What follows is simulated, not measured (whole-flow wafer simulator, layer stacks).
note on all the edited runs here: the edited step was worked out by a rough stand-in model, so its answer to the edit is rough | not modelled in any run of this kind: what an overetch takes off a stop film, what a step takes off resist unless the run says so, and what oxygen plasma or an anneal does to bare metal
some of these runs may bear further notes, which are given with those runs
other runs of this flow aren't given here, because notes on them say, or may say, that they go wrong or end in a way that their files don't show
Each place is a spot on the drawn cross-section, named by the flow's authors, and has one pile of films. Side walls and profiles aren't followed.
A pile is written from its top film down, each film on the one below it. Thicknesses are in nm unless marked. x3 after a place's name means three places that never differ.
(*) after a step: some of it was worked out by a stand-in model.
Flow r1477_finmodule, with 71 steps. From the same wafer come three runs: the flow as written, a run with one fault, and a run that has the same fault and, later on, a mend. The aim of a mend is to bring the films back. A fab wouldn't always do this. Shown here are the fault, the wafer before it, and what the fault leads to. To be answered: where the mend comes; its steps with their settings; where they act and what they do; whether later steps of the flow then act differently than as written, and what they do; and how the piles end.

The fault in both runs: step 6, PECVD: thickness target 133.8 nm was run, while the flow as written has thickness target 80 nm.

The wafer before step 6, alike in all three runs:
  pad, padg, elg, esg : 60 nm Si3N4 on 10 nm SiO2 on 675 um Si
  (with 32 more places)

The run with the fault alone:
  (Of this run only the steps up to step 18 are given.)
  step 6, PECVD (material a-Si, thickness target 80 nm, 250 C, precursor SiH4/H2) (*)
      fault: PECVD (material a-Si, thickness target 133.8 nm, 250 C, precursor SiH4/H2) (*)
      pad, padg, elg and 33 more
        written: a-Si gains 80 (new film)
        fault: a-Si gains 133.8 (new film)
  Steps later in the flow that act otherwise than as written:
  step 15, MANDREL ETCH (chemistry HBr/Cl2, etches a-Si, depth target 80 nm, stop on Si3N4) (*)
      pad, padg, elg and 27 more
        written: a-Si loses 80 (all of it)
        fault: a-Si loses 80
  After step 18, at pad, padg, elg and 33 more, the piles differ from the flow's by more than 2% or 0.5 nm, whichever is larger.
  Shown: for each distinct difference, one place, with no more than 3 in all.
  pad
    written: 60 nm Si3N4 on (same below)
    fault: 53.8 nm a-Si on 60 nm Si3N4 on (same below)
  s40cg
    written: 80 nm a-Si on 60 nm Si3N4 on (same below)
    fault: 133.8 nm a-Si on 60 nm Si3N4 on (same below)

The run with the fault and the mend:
  The mend stands after step 7.
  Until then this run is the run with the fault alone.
  step 7a, ETCH (chemistry tmah, depth target 53.8 nm)
      pad, padg, elg and 33 more
        a-Si loses 53.8
  Every later step of the flow that is run acts as written at every place that is followed.
  The piles end the same as the flow's at every place that both follow.
